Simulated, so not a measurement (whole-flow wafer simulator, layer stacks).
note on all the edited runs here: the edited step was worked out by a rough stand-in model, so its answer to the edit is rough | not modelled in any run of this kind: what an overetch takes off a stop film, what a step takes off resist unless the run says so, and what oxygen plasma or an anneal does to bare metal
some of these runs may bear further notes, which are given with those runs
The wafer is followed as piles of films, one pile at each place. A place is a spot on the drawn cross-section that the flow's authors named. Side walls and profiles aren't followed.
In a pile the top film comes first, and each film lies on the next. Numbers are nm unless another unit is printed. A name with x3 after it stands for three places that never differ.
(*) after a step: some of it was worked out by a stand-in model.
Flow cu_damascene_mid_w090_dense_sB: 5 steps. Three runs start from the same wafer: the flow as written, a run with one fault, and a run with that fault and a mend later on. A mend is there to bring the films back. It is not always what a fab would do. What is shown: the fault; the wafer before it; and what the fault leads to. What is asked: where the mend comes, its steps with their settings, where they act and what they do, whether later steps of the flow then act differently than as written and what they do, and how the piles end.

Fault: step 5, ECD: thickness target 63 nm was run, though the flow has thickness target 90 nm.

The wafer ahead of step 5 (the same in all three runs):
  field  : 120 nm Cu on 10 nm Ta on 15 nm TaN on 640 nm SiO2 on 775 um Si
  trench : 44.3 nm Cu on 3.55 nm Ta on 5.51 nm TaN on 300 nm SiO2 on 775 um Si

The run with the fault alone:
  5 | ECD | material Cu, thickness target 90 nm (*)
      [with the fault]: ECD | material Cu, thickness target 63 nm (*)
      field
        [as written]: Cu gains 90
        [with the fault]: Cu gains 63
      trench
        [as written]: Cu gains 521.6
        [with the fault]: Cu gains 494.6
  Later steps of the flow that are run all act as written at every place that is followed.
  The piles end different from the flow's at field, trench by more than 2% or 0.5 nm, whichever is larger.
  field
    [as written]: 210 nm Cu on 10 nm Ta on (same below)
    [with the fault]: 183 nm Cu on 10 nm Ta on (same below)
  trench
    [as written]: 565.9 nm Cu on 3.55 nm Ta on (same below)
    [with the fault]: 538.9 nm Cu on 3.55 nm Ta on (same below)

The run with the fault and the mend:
  The mend stands after step 5.
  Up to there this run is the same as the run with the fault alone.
  5a | ECD | material Cu, thickness target 27 nm (a further turn of the flow's step 5, with different settings)
      field, trench
        Cu gains 27
  Later steps of the flow that are run all act as written at every place that is followed.
  By the end, the piles equal the flow's at every place that both follow.
